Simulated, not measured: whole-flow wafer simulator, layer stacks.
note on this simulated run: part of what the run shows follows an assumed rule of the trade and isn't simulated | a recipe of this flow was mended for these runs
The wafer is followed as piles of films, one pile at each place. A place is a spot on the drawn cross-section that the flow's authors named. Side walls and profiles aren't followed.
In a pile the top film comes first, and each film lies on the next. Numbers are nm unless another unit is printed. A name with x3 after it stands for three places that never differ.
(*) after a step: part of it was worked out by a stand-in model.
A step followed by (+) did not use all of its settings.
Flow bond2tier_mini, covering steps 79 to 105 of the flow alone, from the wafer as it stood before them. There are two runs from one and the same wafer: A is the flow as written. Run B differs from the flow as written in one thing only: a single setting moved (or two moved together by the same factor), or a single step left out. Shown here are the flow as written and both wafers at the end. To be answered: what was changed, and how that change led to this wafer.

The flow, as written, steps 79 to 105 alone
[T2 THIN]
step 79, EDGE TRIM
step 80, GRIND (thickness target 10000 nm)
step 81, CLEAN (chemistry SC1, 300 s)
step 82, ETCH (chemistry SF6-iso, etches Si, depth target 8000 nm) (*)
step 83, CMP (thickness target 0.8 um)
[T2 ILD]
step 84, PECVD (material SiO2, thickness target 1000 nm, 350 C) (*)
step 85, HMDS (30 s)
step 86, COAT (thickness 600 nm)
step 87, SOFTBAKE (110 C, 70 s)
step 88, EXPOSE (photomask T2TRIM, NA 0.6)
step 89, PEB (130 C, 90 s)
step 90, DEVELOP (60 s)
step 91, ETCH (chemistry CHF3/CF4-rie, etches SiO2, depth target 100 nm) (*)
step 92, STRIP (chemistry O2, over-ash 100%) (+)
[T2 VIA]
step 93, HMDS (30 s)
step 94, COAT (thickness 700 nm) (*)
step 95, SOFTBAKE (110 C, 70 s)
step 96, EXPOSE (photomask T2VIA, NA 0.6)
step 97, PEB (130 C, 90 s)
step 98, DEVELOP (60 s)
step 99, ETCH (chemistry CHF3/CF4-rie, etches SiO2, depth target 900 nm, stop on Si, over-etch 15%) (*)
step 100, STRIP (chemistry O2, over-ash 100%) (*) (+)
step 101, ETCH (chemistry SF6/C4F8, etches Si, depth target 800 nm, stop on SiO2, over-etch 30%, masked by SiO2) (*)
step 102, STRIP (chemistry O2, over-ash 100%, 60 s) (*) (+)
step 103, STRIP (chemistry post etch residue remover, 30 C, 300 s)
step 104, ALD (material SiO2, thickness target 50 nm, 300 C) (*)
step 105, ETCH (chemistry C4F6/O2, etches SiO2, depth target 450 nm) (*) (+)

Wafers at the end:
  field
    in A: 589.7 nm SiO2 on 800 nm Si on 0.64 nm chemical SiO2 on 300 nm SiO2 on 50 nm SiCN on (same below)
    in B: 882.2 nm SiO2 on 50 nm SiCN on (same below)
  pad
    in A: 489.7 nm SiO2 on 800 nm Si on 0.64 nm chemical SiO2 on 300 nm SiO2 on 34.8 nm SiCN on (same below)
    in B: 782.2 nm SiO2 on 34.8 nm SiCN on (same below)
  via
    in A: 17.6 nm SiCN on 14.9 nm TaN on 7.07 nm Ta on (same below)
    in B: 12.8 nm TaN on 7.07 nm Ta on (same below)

Cause: step 82, ETCH: depth target 11600 nm was run, while the flow as written has depth target 8000 nm.

The path from the change to this, step by step:
  step 82, ETCH (chemistry SF6-iso, etches Si, depth target 8000 nm) (*)
      field, pad, via: A -0.6 chemical SiO2 (all of it), -8000 Si | B -0.6 chemical SiO2 (all of it), -9999.7 Si (all of it), -0.64 chemical SiO2 (all of it), -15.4 SiO2
  step 83, CMP (thickness target 0.8 um)
      field, pad, via: A -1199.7 Si | B nothing
  step 84, PECVD (material SiO2, thickness target 1000 nm, 350 C) (*)
      field, pad, via: A +1000 SiO2 (new film) | B +1000 SiO2
  step 99, ETCH (chemistry CHF3/CF4-rie, etches SiO2, depth target 900 nm, stop on Si, over-etch 15%) (*)
      via: A -900 SiO2 (all of it), -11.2 Si | B -1035 SiO2
  step 101, ETCH (chemistry SF6/C4F8, etches Si, depth target 800 nm, stop on SiO2, over-etch 30%, masked by SiO2) (*)
      via: A -788.8 Si (all of it), -0.64 chemical SiO2 (all of it), -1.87 SiO2 | B -2.4 SiO2
      field, pad: A -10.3 SiO2 | B -2.4 SiO2
  step 105, ETCH (chemistry C4F6/O2, etches SiO2, depth target 450 nm) (*) (+)
      via: A -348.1 SiO2 (all of it), -17.2 SiCN | B -197.2 SiO2 (all of it), -34.8 SiCN (all of it), -2.1 TaN
